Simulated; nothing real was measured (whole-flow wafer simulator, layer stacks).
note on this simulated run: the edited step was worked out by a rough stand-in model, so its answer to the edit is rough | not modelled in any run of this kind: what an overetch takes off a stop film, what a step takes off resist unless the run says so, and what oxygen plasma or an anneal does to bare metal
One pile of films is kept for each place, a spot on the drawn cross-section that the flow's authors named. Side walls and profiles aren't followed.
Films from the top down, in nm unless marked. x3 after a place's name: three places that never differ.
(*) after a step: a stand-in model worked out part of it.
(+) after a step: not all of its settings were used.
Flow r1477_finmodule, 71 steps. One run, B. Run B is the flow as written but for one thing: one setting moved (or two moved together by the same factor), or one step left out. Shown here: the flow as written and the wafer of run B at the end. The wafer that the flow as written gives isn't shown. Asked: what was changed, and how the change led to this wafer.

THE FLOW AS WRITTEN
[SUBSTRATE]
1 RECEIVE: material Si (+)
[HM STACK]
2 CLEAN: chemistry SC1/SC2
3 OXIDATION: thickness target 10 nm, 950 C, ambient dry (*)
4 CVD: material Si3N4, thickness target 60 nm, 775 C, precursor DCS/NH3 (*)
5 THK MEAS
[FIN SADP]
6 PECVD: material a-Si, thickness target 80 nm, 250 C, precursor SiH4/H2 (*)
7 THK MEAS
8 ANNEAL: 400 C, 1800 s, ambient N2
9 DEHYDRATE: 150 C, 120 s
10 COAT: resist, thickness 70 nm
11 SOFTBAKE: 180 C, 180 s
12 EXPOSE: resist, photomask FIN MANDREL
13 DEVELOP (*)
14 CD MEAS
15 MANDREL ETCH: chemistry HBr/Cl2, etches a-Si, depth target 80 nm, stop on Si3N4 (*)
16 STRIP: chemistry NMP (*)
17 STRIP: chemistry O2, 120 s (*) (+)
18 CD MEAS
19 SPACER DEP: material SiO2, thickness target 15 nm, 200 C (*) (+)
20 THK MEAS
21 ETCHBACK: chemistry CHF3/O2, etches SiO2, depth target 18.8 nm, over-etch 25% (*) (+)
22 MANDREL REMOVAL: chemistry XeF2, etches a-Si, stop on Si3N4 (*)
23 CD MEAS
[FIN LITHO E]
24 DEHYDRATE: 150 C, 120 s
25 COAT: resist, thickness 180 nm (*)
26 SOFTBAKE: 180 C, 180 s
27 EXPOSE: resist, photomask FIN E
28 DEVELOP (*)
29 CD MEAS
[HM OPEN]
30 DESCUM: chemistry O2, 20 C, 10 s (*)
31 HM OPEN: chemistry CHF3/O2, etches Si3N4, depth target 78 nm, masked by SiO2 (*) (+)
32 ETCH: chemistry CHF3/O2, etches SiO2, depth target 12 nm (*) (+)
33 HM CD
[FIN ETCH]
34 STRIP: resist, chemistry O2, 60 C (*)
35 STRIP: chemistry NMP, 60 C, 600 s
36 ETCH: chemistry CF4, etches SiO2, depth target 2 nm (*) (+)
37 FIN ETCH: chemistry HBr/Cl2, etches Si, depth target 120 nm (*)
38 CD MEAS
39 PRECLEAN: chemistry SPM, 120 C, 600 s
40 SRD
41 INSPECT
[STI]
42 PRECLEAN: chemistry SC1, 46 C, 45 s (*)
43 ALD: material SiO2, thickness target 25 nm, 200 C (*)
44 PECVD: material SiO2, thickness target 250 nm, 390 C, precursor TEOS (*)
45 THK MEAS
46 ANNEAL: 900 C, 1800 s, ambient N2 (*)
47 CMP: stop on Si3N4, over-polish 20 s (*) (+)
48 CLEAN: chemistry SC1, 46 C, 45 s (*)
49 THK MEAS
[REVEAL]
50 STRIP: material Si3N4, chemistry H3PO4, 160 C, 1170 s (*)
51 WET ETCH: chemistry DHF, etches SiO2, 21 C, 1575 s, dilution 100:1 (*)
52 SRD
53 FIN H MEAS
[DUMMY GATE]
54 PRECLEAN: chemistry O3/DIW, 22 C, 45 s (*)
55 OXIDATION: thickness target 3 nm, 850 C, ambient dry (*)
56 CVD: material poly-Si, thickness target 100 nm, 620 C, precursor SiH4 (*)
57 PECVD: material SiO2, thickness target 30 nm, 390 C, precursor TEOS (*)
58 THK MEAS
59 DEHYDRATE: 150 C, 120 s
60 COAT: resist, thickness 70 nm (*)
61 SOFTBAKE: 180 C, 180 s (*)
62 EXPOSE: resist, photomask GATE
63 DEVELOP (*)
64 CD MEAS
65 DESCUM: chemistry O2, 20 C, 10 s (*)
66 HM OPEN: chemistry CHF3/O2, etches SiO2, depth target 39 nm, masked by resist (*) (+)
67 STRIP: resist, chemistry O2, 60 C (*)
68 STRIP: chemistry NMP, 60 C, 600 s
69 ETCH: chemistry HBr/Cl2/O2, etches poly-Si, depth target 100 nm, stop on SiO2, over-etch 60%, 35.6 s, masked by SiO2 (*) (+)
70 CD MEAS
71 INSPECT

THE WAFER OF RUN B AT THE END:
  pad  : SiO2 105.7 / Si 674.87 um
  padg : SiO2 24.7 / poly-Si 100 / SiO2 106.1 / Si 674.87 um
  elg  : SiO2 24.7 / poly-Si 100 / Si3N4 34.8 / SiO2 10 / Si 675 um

The cause: step 4, CVD: thickness target 63 nm was run, where the flow has thickness target 60 nm.

How the change led to this, step by step:
  4 CVD: material Si3N4, thickness target 60 nm, 775 C, precursor DCS/NH3 (*)
      pad, padg, elg and 33 more: Si3N4 +63 (new film) (as written it would be: Si3N4 +60 (new film))
  31 HM OPEN: chemistry CHF3/O2, etches Si3N4, depth target 78 nm, masked by SiO2 (*) (+)
      pad, padg, esg and 13 more: Si3N4 -59.4 (all of it), SiO2 -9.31 (as written it would be: Si3N4 -56.4 (all of it), SiO2 -10 (all of it))
      s40cg, s45cg, s50cg, s40co, s45co, s50co: Si3N4 -63 (all of it), SiO2 -7.5 (as written it would be: Si3N4 -60 (all of it), SiO2 -9)
  32 ETCH: chemistry CHF3/O2, etches SiO2, depth target 12 nm (*) (+)
      pad, padg, e40sg and 11 more: SiO2 -0.69 (all of it), Si -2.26 (as written it would be: Si -2.4)
      esg, eso: SiO2 -0.69 (all of it), Si -2.26 (as written it would be: Si -1.77)
      (and at 6 more places)
  47 CMP: stop on Si3N4, over-polish 20 s (*) (+)
      pad, padg, e40sg and 11 more: SiO2 -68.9 (as written it would be: SiO2 -71.8)
      eso: SiO2 -68.9 (as written it would be: SiO2 -72.4)
  50 STRIP: material Si3N4, chemistry H3PO4, 160 C, 1170 s (*)
      s40sg_line, s45sg_line, s50sg_line, s40so_line, s45so_line, s50so_line: Si3N4 -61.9 (all of it), SiO2 -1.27 (as written it would be: Si3N4 -58.9 (all of it), SiO2 -1.37)
  56 CVD: material poly-Si, thickness target 100 nm, 620 C, precursor SiH4 (*)
      s40cg, s40co: poly-Si +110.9 (new film) (as written it would be: poly-Si +113.9 (new film))
      s45cg, s45co: poly-Si +110.4 (new film) (as written it would be: poly-Si +113.4 (new film))
      (and at 2 more places)
  60 COAT: resist, thickness 70 nm (*)
      s40sg, s40so: resist +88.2 (new film) (as written it would be: resist +91 (new film))
      s45sg, s45so: resist +88.1 (new film) (as written it would be: resist +91 (new film))
      (and at 2 more places)
  63 DEVELOP (*)
      s40so: resist -88.2 (all of it) (as written it would be: resist -91 (all of it))
      s45so: resist -88.1 (all of it) (as written it would be: resist -91 (all of it))
      (and at 1 more place)
  67 STRIP: resist, chemistry O2, 60 C (*)
      s40sg: resist -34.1 (all of it) (as written it would be: resist -36.9 (all of it))
      s45sg: resist -34 (all of it) (as written it would be: resist -36.9 (all of it))
      (and at 1 more place)
  69 ETCH: chemistry HBr/Cl2/O2, etches poly-Si, depth target 100 nm, stop on SiO2, over-etch 60%, 35.6 s, masked by SiO2 (*) (+)
      s40co: chemical SiO2 -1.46 (all of it), poly-Si -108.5 (all of it), SiO2 -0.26 (as written it would be: chemical SiO2 -1.46 (all of it), poly-Si -111.5 (all of it), SiO2 -0.24)
      s45co: chemical SiO2 -1.46 (all of it), poly-Si -107.9 (all of it), SiO2 -0.26 (as written it would be: chemical SiO2 -1.46 (all of it), poly-Si -110.9 (all of it), SiO2 -0.25)
      (and at 1 more place)
